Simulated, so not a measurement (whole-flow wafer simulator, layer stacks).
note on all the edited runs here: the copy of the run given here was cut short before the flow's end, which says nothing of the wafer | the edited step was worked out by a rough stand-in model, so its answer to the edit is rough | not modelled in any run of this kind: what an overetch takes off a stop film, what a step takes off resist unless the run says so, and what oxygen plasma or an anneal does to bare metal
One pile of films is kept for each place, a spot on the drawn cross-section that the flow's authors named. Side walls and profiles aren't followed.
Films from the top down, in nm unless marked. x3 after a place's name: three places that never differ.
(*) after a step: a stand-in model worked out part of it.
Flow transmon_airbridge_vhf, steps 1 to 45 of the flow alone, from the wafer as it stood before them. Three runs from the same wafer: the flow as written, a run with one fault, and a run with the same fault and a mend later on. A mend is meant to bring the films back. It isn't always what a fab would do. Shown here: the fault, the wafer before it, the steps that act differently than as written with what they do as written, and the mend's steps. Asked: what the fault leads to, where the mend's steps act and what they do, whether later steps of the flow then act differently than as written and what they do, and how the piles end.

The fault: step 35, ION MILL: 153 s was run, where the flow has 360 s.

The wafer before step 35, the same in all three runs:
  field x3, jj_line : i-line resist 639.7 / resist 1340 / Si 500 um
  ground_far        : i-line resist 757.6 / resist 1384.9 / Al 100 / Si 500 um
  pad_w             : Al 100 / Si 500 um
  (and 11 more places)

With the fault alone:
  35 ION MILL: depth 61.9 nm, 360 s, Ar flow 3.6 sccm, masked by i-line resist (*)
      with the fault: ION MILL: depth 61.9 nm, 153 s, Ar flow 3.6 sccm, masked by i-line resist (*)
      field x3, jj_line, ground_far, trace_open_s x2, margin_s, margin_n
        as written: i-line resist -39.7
        with the fault: i-line resist -16.9
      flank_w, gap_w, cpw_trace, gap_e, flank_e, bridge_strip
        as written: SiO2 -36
        with the fault: SiO2 -15.3
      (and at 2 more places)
  Later steps of the flow that act differently than as written (3 more steps differ only slightly, by at most 2% or 0.5 nm, whichever is larger, and aren't shown):
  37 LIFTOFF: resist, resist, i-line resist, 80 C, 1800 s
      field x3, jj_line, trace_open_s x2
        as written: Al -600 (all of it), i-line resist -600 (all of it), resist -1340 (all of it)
        with the fault: Al -600 (all of it), i-line resist -622.8 (all of it), resist -1340 (all of it)
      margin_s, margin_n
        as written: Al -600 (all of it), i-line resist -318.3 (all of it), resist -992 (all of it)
        with the fault: Al -600 (all of it), i-line resist -341.1 (all of it), resist -992 (all of it)
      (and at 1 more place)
  At the end the piles differ from the flow's by more than 2% or 0.5 nm, whichever is larger, at pad_w, flank_w, gap_w, cpw_trace, gap_e, flank_e, pad_e, bridge_strip.
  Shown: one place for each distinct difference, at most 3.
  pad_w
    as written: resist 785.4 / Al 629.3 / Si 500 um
    with the fault: resist 779.7 / Al 665.1 / Si 500 um
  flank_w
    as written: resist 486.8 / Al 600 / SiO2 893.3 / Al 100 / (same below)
    with the fault: resist 486.6 / Al 600 / SiO2 914 / Al 100 / (same below)
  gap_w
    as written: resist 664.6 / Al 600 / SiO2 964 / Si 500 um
    with the fault: resist 663.2 / Al 600 / SiO2 984.7 / Si 500 um

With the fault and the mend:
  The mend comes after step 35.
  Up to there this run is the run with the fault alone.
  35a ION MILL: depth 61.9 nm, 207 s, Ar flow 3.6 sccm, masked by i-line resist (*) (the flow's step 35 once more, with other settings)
      field x3, jj_line, ground_far, trace_open_s x2, margin_s, margin_n
        i-line resist -22.8
      flank_w, gap_w, cpw_trace, gap_e, flank_e, bridge_strip
        SiO2 -20.7
      pad_w, pad_e
        Al -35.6
  No later step of the flow acts differently than as written at any place that is followed.
  At the end the piles are the same as the flow's at every place that both follow.
